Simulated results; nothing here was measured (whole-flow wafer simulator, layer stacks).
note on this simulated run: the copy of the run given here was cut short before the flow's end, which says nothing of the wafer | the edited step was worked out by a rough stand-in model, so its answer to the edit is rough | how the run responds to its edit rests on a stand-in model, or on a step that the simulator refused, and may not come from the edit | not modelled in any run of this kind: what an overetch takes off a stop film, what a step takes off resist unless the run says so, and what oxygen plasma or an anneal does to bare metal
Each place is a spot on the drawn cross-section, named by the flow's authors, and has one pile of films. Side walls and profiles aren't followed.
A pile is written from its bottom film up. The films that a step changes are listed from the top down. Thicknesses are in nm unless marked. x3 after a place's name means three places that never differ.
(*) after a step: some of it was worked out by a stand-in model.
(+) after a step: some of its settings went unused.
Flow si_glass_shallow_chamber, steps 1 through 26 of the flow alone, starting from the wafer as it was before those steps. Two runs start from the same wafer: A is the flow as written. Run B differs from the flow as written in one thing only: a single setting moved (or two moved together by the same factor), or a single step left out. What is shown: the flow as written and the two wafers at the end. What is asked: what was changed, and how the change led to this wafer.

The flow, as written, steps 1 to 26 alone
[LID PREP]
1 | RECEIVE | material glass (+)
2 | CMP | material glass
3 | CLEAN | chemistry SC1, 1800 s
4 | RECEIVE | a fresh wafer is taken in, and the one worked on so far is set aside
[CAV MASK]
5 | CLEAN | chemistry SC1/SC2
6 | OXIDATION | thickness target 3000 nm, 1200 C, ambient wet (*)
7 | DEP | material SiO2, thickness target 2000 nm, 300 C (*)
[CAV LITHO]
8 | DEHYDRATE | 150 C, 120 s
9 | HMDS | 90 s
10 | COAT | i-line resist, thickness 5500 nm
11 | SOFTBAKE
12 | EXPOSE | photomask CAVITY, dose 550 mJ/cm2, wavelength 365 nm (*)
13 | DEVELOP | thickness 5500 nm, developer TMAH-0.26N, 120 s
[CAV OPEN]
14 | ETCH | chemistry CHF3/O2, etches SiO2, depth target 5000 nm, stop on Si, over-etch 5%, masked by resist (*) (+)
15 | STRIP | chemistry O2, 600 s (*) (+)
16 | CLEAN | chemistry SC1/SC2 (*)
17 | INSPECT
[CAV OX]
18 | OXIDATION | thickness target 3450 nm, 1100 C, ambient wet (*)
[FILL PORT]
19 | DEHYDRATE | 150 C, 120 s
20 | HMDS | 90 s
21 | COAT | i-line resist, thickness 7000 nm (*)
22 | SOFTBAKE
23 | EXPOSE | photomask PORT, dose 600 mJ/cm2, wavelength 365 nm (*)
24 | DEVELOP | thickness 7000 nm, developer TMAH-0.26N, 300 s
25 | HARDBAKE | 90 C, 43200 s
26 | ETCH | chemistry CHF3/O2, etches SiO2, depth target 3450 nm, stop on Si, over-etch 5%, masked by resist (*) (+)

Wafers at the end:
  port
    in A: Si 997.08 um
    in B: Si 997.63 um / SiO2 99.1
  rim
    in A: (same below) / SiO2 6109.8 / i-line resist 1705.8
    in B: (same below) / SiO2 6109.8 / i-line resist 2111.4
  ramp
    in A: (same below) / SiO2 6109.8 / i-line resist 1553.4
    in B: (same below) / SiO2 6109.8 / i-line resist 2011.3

What caused this: step 14, ETCH: depth target 3500 nm was run, though the flow has depth target 5000 nm.

How this came from the change, step by step:
  14 | ETCH | chemistry CHF3/O2, etches SiO2, depth target 5000 nm, stop on Si, over-etch 5%, masked by resist (*) (+)
      cav, port: A SiO2 loses 5000 (all of it), Si loses 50 | B SiO2 loses 3675
      rim, ramp, septum, ring: A i-line resist loses 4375 | B i-line resist loses 3062.5
  15 | STRIP | chemistry O2, 600 s (*) (+)
      cav, port: A chemical SiO2 gains 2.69 (new film), Si loses 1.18 | B nothing
      rim, ramp, septum, ring: A i-line resist loses 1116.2 (all of it) | B i-line resist loses 2428.7 (all of it)
  18 | OXIDATION | thickness target 3450 nm, 1100 C, ambient wet (*)
      cav, port: A SiO2 gains 3450 (new film), chemical SiO2 loses 2.69 (all of it), Si loses 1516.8 | B SiO2 gains 2396.6, Si loses 1054.5
  21 | COAT | i-line resist, thickness 7000 nm (*)
      rim: A i-line resist gains 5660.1 (new film) | B i-line resist gains 5932 (new film)
      ramp: A i-line resist gains 5087.8 (new film) | B i-line resist gains 5466 (new film)
  22 | SOFTBAKE
      rim: A i-line resist loses 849 | B i-line resist loses 699.9
      ramp: A i-line resist loses 434.5 | B i-line resist loses 338
      (and at 4 other places as well)
  25 | HARDBAKE | 90 C, 43200 s
      rim: A i-line resist loses 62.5 | B i-line resist loses 77.9
      ramp: A i-line resist loses 57.1 | B i-line resist loses 73.9
      (and at 1 other place as well)
  26 | ETCH | chemistry CHF3/O2, etches SiO2, depth target 3450 nm, stop on Si, over-etch 5%, masked by resist (*) (+)
      port: A SiO2 loses 3450 (all of it), Si loses 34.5 | B SiO2 loses 3622.5
